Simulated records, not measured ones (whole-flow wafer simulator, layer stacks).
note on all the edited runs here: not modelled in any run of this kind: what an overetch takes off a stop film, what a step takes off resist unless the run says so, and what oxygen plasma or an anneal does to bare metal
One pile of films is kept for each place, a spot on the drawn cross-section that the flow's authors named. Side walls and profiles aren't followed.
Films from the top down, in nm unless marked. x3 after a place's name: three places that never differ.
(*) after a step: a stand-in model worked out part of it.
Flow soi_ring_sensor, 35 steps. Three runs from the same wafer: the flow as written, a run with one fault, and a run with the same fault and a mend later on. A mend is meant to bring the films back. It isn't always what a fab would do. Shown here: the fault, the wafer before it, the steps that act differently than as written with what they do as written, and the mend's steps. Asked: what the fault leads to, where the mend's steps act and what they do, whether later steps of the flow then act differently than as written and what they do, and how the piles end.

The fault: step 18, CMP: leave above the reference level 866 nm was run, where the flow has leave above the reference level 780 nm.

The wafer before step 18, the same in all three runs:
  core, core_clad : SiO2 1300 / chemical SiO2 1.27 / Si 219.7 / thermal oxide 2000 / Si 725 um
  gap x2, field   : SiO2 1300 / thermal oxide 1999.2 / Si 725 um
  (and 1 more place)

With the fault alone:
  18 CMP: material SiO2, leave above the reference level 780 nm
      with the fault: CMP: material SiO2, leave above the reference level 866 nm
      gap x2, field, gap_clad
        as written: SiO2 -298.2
        with the fault: SiO2 -212.2
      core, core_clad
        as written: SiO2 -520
        with the fault: SiO2 -434
  Later steps of the flow that act differently than as written:
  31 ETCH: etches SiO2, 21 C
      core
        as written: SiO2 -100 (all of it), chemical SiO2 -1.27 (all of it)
        with the fault: SiO2 -186 (all of it), chemical SiO2 -1.27 (all of it)
  At the end the piles differ from the flow's by more than 2% or 0.5 nm, whichever is larger, at field, core_clad.
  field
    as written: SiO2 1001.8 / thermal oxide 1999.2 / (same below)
    with the fault: SiO2 1087.8 / thermal oxide 1999.2 / (same below)
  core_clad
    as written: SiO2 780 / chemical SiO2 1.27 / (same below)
    with the fault: SiO2 866 / chemical SiO2 1.27 / (same below)

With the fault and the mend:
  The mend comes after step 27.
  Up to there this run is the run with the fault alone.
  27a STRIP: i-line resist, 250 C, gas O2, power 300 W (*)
      field, core_clad, gap_clad
        i-line resist -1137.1 (all of it)
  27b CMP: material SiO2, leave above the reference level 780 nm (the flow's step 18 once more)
      core, gap x2, field, core_clad, gap_clad
        SiO2 -86
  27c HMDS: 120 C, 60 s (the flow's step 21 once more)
      changes no film at any place that is followed
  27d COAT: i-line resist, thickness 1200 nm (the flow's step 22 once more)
      core, gap x2, field, core_clad, gap_clad
        i-line resist +1200 (new film)
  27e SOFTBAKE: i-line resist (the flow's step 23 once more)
      changes no film at any place that is followed
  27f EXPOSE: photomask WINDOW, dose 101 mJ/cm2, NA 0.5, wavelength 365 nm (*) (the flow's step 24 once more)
      changes no film at any place that is followed
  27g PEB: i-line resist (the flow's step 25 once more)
      core, gap x2, field, core_clad, gap_clad
        i-line resist -62.8
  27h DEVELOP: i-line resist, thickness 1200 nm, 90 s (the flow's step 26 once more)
      core, gap x2
        i-line resist -1137.2 (all of it)
      field, core_clad, gap_clad
        i-line resist -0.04
  No later step of the flow acts differently than as written at any place that is followed.
  At the end the piles are the same as the flow's at every place that both follow.
